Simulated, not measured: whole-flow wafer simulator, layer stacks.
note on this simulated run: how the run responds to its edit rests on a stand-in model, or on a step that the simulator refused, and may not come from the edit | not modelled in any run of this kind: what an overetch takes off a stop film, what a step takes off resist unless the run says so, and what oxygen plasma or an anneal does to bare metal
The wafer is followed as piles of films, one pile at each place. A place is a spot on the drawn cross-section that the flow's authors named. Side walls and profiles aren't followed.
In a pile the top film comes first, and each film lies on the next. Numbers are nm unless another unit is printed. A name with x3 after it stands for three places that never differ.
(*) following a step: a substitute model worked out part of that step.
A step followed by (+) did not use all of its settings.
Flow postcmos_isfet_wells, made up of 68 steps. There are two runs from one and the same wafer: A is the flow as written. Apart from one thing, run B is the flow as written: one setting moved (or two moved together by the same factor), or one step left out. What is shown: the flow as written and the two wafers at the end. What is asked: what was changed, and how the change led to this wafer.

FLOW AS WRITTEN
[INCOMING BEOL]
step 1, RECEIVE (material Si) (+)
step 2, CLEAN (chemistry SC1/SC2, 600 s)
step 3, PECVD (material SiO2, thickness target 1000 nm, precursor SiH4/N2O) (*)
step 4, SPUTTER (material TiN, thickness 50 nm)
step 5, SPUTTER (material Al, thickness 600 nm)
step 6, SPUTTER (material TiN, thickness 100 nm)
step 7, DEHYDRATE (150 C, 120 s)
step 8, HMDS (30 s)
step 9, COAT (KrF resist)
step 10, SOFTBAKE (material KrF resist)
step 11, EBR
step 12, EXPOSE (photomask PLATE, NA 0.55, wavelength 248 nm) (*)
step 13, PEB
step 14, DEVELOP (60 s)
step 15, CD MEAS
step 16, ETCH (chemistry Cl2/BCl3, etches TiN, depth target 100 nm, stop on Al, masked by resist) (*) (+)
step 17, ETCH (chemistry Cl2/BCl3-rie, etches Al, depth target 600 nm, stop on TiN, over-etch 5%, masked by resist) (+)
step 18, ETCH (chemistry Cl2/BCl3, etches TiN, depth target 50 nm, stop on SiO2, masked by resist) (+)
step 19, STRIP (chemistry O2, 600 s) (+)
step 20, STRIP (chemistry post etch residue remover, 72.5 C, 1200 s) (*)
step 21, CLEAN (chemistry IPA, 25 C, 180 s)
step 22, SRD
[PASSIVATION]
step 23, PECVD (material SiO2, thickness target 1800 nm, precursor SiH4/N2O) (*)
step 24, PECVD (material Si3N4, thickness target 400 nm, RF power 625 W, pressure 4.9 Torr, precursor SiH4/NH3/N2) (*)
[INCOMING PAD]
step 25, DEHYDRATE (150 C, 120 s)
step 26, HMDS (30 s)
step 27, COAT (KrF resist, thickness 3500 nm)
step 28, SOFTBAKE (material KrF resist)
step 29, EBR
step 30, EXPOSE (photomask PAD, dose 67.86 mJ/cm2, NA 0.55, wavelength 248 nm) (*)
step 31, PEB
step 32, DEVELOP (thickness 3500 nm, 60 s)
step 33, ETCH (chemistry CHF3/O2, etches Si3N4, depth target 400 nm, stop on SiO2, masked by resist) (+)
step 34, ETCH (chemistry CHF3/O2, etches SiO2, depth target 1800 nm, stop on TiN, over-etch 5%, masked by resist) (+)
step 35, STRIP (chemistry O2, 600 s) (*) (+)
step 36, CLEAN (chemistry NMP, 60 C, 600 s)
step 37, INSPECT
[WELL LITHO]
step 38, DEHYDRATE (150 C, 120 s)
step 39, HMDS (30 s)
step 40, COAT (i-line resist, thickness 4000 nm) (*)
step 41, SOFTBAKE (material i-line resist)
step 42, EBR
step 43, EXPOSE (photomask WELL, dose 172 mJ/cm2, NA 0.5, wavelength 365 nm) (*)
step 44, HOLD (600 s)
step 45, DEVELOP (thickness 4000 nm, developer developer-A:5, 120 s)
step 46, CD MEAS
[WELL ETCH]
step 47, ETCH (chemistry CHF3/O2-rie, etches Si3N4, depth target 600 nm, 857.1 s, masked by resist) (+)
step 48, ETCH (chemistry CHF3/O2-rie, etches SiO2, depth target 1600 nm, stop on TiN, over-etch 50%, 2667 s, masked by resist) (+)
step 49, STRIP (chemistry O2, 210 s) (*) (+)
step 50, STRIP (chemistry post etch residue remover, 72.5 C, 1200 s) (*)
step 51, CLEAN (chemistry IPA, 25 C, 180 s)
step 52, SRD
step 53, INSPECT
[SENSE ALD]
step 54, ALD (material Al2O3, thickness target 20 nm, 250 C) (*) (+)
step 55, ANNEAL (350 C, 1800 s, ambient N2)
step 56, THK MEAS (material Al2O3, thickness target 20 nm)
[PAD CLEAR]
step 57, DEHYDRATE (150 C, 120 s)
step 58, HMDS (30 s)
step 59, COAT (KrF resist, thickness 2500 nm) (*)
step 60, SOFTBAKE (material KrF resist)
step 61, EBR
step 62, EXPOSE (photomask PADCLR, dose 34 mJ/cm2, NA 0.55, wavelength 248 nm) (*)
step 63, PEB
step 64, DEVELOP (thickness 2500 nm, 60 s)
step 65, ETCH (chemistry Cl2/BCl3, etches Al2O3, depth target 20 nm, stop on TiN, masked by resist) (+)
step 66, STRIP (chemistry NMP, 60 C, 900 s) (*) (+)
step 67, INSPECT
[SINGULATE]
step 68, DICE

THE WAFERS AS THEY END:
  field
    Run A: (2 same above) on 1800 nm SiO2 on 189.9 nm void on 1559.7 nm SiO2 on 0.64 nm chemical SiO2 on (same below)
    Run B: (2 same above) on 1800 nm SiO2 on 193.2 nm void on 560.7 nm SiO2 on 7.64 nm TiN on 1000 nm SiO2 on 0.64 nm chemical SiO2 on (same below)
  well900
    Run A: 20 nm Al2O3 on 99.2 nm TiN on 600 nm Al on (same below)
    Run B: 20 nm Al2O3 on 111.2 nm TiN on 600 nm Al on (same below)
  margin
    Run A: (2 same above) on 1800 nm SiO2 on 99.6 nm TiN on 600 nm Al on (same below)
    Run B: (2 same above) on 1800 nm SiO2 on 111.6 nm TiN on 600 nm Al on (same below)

What caused this: step 6, SPUTTER: thickness 112 nm was run, though the flow has thickness 100 nm.

Step by step, how the change led to this:
  step 6, SPUTTER (material TiN, thickness 100 nm)
      field, margin, well900, well1300 x3, pad_rim, pad_clr, pad_open: A TiN gains 100 (new film) | B TiN gains 112 (new film)
  step 16, ETCH (chemistry Cl2/BCl3, etches TiN, depth target 100 nm, stop on Al, masked by resist) (*) (+)
      field: A TiN loses 100 (all of it) | B TiN loses 100
  step 17, ETCH (chemistry Cl2/BCl3-rie, etches Al, depth target 600 nm, stop on TiN, over-etch 5%, masked by resist) (+)
      field: A Al loses 600 (all of it) | B TiN loses 12 (all of it), Al loses 580.8
  step 18, ETCH (chemistry Cl2/BCl3, etches TiN, depth target 50 nm, stop on SiO2, masked by resist) (+)
      field: A TiN loses 50 (all of it) | B Al loses 19.2 (all of it), TiN loses 41.9
  step 23, PECVD (material SiO2, thickness target 1800 nm, precursor SiH4/N2O) (*)
      field: A SiO2 gains 1800 (new film), void gains 189.9 (new film), SiO2 gains 559.7 | B SiO2 gains 1800 (new film), void gains 193.2 (new film), SiO2 gains 560.7 (new film)
If metal films that touch count as one body, field has 1 body; the flow as written gives 0 bodies.
